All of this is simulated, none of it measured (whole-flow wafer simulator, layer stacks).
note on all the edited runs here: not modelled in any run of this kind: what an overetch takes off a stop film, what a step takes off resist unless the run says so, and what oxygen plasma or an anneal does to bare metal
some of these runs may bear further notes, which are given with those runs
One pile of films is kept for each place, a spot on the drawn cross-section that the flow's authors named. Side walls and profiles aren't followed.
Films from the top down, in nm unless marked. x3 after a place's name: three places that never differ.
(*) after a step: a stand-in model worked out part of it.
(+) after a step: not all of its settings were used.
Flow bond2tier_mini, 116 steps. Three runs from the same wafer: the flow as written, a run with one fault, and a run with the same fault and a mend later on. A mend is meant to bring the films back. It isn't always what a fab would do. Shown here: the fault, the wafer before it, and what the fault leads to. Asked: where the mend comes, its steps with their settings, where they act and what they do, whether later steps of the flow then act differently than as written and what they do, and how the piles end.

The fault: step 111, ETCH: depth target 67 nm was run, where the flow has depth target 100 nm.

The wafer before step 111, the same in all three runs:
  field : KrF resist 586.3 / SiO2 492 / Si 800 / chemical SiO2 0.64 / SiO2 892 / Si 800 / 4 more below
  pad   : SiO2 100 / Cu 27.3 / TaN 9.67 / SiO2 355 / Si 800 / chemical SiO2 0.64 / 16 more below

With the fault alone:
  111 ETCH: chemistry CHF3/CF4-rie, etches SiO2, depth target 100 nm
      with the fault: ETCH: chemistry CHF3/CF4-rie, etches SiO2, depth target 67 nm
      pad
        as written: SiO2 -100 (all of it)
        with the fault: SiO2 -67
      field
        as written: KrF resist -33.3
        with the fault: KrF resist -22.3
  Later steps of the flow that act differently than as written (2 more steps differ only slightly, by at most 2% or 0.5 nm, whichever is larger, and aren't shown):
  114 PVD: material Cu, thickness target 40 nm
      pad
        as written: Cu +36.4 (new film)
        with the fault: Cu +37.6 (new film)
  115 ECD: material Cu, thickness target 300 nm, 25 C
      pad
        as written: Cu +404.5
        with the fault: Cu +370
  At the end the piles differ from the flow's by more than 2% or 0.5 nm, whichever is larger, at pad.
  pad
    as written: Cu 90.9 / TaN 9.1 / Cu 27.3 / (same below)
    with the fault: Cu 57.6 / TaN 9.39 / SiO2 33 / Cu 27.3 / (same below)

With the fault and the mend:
  The mend comes after step 112.
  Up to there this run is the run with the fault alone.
  112a COAT: KrF resist, thickness 600 nm (*) (the flow's step 106 once more)
      field
        KrF resist +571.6 (new film)
      pad
        KrF resist +629.6 (new film)
  112b SOFTBAKE: KrF resist (the flow's step 107 once more)
      changes no film at any place that is followed
  112c EXPOSE: photomask T3PAD, NA 0.6 (the flow's step 108 once more)
      changes no film at any place that is followed
  112d PEB: KrF resist (the flow's step 109 once more)
      changes no film at any place that is followed
  112e DEVELOP: developer TMAH-0.26N, 60 s (the flow's step 110 once more)
      field
        KrF resist -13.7
      pad
        KrF resist -629.6 (all of it)
  112f ETCH: chemistry CHF3/CF4-rie, etches SiO2, depth target 33 nm (the flow's step 111 once more, with other settings)
      field
        KrF resist -11
      pad
        SiO2 -33 (all of it)
  112g STRIP: chemistry O2, over-ash 100% (+) (the flow's step 112 once more)
      field
        KrF resist -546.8 (all of it)
  No later step of the flow acts differently than as written at any place that is followed.
  At the end the piles are the same as the flow's at every place that both follow.
